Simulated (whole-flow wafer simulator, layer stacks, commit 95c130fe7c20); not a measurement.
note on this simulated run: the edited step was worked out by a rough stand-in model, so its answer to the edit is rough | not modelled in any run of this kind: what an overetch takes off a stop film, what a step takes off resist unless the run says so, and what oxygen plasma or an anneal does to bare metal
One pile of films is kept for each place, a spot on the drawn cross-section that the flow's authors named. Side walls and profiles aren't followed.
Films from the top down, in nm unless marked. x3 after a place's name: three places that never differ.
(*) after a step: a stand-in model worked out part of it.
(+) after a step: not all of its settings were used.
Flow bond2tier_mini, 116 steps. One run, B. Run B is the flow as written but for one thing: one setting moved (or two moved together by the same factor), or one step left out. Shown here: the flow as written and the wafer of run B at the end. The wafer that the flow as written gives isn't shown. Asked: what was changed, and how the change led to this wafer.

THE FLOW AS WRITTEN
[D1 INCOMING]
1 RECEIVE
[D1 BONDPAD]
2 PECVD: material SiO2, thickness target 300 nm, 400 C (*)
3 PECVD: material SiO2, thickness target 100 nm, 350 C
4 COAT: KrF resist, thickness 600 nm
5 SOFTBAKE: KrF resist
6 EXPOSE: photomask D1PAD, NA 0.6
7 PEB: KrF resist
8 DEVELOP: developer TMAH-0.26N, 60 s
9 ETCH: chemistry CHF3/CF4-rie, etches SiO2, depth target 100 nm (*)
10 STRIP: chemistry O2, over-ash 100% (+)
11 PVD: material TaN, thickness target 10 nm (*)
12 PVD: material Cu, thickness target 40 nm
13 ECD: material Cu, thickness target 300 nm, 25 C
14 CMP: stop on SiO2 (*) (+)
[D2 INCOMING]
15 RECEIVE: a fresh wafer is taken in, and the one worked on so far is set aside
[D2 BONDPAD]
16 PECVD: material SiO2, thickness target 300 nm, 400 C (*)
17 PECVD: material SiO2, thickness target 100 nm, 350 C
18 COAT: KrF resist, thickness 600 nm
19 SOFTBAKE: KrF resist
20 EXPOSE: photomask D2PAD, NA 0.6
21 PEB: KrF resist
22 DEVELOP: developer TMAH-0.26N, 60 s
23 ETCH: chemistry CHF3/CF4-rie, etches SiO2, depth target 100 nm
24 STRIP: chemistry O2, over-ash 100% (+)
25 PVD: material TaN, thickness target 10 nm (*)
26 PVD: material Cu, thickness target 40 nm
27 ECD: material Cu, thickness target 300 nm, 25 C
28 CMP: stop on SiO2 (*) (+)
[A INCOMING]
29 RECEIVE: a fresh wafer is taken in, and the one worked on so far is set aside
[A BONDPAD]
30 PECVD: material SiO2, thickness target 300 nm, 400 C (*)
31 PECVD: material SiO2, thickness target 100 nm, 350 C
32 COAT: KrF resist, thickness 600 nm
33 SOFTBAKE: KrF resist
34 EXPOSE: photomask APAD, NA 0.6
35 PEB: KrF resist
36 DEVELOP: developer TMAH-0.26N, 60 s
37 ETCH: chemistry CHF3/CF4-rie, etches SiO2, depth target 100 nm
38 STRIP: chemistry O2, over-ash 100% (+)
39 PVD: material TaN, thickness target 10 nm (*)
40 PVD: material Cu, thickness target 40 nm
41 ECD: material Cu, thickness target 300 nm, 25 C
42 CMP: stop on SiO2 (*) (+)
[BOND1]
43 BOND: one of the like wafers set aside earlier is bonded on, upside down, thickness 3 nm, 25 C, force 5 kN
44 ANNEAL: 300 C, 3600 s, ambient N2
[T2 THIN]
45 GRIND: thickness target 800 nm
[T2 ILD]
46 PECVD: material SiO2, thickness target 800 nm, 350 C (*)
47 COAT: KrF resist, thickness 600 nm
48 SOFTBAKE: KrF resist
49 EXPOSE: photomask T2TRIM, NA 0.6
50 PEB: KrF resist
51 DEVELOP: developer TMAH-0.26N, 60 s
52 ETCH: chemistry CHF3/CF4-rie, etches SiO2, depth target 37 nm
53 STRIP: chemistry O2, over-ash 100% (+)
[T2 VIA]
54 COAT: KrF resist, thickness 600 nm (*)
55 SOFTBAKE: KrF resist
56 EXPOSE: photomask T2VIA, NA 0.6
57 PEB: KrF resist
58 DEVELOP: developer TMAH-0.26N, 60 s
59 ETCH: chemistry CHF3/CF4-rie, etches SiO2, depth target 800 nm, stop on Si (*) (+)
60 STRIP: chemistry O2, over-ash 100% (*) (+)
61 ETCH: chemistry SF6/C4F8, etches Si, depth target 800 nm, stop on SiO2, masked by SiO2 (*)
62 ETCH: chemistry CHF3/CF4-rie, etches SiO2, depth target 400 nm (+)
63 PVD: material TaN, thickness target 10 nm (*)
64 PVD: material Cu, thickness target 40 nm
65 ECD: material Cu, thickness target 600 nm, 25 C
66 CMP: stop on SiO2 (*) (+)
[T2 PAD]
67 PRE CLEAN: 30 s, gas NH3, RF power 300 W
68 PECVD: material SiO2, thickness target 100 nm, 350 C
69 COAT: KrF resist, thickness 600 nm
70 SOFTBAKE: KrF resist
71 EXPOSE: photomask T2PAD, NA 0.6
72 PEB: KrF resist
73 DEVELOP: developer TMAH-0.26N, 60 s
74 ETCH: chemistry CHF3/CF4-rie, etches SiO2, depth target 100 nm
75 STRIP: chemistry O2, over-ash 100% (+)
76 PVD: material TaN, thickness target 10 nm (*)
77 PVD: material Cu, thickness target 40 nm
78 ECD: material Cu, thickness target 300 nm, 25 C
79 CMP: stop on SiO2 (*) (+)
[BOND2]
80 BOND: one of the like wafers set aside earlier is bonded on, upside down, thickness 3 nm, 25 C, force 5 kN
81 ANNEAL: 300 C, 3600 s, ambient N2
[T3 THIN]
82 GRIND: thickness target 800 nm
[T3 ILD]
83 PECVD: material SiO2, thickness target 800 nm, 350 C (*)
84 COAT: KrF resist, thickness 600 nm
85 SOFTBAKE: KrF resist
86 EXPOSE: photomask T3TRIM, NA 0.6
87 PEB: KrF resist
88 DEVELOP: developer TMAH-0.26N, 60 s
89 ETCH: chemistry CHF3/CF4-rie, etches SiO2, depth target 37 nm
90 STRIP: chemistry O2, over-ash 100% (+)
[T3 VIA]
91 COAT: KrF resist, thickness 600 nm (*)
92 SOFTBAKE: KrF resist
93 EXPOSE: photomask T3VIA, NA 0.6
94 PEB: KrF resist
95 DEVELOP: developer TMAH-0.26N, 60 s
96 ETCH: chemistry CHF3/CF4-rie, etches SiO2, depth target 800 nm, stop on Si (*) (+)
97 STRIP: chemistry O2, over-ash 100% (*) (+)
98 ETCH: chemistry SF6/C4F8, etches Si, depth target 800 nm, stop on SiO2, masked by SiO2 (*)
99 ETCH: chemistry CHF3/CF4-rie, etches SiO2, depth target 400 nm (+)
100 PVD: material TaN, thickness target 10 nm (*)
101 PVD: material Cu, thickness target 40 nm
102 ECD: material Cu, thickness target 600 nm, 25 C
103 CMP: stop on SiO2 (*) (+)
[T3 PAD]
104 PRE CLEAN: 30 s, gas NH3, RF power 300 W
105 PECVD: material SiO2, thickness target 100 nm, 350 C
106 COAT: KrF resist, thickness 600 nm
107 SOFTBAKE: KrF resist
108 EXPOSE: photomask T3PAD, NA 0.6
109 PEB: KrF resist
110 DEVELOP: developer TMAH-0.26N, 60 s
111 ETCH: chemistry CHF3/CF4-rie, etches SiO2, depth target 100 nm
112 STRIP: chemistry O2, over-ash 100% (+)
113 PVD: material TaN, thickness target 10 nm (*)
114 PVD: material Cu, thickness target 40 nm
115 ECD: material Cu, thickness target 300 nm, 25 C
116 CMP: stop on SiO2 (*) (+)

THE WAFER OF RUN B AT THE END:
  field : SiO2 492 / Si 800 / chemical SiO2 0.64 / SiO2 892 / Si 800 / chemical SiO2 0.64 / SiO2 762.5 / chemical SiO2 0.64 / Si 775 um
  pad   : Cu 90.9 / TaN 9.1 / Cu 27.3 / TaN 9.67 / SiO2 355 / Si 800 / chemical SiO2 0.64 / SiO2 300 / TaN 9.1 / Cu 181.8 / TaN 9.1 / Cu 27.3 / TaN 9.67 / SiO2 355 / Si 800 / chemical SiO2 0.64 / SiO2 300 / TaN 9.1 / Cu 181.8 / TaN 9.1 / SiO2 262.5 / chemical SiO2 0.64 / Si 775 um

The cause: step 30, PECVD: thickness target 262.5 nm was run, where the flow has thickness target 300 nm.
It can be read off the wafer: pad has SiO2 262.5, and step 30 as written asks for 300 nm.

How the change led to this, step by step:
  30 PECVD: material SiO2, thickness target 300 nm, 400 C (*)
      field, pad, via: SiO2 +262.5 (new film) (as written it would be: SiO2 +300 (new film))
